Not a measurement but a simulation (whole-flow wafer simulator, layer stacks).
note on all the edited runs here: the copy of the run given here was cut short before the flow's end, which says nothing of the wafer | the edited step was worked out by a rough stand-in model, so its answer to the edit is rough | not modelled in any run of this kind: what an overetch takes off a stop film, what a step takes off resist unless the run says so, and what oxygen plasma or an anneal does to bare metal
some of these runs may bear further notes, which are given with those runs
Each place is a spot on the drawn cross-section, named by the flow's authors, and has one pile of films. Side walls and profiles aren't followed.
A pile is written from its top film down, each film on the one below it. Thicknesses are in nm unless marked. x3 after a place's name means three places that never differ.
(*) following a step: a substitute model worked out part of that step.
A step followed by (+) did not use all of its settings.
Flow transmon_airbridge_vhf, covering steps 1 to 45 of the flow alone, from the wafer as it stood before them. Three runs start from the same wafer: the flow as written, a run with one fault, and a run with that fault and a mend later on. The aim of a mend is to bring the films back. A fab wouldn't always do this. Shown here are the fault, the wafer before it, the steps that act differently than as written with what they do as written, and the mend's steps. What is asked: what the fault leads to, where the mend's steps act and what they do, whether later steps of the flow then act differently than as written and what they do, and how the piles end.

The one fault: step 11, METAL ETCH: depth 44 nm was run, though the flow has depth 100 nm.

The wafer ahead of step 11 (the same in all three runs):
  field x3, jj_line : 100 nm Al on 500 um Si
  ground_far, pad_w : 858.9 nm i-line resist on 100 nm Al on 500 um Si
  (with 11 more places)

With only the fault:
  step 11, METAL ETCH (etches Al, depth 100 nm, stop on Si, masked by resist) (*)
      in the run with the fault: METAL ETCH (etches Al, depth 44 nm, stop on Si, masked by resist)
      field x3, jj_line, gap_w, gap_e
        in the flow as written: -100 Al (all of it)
        in the run with the fault: -44 Al
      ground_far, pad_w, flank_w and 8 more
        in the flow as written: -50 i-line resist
        in the run with the fault: -22 i-line resist
  Steps further on in the flow that do not act as written (10 other steps are not shown; they differ only slightly, by no more than 2% or 0.5 nm, whichever is larger):
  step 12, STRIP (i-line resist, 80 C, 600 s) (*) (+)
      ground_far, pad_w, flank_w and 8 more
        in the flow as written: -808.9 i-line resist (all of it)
        in the run with the fault: -836.9 i-line resist (all of it)
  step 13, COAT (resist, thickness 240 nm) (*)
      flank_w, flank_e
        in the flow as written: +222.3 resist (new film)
        in the run with the fault: +231.4 resist (new film)
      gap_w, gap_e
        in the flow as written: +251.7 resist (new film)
        in the run with the fault: +245.6 resist (new film)
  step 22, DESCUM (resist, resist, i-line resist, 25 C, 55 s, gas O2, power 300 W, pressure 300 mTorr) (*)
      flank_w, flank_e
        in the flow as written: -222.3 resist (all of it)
        in the run with the fault: -231.4 resist (all of it)
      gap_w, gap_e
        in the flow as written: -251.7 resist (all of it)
        in the run with the fault: -245.6 resist (all of it)
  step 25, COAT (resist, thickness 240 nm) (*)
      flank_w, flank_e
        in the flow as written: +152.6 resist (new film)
        in the run with the fault: +159.6 resist (new film)
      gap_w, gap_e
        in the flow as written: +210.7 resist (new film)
        in the run with the fault: +204.6 resist (new film)
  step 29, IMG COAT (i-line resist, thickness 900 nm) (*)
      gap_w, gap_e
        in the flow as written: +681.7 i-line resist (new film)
        in the run with the fault: +667 i-line resist (new film)
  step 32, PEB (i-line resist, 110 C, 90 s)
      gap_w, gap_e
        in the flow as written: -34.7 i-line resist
        in the run with the fault: -34 i-line resist
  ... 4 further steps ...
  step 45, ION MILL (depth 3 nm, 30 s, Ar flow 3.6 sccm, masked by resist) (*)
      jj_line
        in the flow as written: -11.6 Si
        in the run with the fault: -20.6 Al
  At field x3, jj_line, flank_w, gap_w, gap_e, flank_e, the piles at the end differ from the flow's by more than 2% or 0.5 nm, whichever is larger.
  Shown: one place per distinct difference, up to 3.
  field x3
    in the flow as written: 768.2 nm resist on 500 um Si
    in the run with the fault: 768.2 nm resist on 56 nm Al on 500 um Si
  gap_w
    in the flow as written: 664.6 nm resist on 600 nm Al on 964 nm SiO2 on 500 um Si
    in the run with the fault: 649.6 nm resist on 600 nm Al on 964 nm SiO2 on 56 nm Al on 500 um Si
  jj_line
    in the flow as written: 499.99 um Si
    in the run with the fault: 35.4 nm Al on 500 um Si

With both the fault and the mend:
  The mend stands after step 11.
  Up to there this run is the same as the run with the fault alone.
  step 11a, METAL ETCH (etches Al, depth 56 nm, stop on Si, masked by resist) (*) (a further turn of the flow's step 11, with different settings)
      ground_far, pad_w, flank_w and 8 more
        -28 i-line resist
      field x3, jj_line, gap_w, gap_e
        -56 Al (all of it)
  None of the later steps of the flow acts differently than as written at any place that is followed.
  At every place that both follow, the piles at the end match the flow's.
